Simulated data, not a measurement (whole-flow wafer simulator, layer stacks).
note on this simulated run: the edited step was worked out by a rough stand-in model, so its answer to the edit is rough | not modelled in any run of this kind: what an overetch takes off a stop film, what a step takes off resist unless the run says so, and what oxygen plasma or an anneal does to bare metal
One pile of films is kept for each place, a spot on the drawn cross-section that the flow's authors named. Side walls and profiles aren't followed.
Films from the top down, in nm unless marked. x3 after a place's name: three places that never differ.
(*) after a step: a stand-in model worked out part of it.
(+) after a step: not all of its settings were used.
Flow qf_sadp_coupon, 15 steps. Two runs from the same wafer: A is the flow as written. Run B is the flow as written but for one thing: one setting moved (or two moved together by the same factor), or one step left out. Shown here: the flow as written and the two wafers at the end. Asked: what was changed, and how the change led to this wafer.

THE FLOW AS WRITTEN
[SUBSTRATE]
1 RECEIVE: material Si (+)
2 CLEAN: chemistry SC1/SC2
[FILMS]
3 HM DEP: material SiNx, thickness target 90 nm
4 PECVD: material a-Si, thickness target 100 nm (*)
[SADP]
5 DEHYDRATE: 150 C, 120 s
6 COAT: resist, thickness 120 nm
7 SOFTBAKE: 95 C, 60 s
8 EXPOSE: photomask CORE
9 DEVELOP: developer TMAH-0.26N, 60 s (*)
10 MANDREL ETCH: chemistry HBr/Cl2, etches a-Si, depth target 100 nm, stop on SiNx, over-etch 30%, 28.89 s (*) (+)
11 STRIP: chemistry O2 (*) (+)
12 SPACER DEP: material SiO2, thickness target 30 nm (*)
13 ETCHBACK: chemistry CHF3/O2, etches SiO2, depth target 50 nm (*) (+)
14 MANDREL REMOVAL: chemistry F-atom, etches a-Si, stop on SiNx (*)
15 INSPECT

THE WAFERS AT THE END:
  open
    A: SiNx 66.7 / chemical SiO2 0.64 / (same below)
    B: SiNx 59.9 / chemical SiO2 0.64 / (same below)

The cause: step 4, PECVD: thickness target 52.5 nm was run, where the flow has thickness target 100 nm.

How the change led to this, step by step:
  4 PECVD: material a-Si, thickness target 100 nm (*)
      m, open: A a-Si +100 (new film) | B a-Si +52.5 (new film)
  10 MANDREL ETCH: chemistry HBr/Cl2, etches a-Si, depth target 100 nm, stop on SiNx, over-etch 30%, 28.89 s (*) (+)
      open: A a-Si -100 (all of it), SiNx -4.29 | B a-Si -52.5 (all of it), SiNx -11.1
  14 MANDREL REMOVAL: chemistry F-atom, etches a-Si, stop on SiNx (*)
      m: A a-Si -95.8 (all of it) | B a-Si -48.3 (all of it)
